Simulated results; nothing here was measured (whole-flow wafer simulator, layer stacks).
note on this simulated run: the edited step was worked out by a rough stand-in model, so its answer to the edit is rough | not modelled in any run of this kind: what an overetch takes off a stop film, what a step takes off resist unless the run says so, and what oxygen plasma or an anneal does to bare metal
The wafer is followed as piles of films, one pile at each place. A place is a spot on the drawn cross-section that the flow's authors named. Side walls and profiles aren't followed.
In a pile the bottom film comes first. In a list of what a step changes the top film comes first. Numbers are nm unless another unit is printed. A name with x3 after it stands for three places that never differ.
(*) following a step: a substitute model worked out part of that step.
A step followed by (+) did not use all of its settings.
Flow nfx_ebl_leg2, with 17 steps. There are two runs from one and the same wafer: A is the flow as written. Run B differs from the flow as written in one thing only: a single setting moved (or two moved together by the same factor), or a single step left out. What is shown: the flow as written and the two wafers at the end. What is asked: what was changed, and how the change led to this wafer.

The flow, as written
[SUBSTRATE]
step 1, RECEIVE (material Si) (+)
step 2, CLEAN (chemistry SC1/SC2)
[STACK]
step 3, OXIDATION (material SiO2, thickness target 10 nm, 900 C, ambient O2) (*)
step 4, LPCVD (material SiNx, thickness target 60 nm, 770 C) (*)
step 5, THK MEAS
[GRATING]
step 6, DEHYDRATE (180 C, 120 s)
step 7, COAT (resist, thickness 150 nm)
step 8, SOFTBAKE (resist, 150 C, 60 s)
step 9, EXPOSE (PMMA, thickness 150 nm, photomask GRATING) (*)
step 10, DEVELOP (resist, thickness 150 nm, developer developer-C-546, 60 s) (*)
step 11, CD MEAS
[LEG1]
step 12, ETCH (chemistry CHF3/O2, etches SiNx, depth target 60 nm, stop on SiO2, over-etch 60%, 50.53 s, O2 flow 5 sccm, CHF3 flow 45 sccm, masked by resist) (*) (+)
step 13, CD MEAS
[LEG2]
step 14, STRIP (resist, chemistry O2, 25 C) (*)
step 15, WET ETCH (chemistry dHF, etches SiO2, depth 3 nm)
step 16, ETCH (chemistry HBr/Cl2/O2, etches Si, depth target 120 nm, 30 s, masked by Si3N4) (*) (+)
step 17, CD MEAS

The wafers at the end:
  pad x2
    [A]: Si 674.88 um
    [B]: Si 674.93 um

What caused this: step 16, ETCH: depth target 66 nm was run, while the flow as written has depth target 120 nm.

The path from the change to this, step by step:
  step 16, ETCH (chemistry HBr/Cl2/O2, etches Si, depth target 120 nm, 30 s, masked by Si3N4) (*) (+)
      pad x2: A -120 Si | B -66 Si
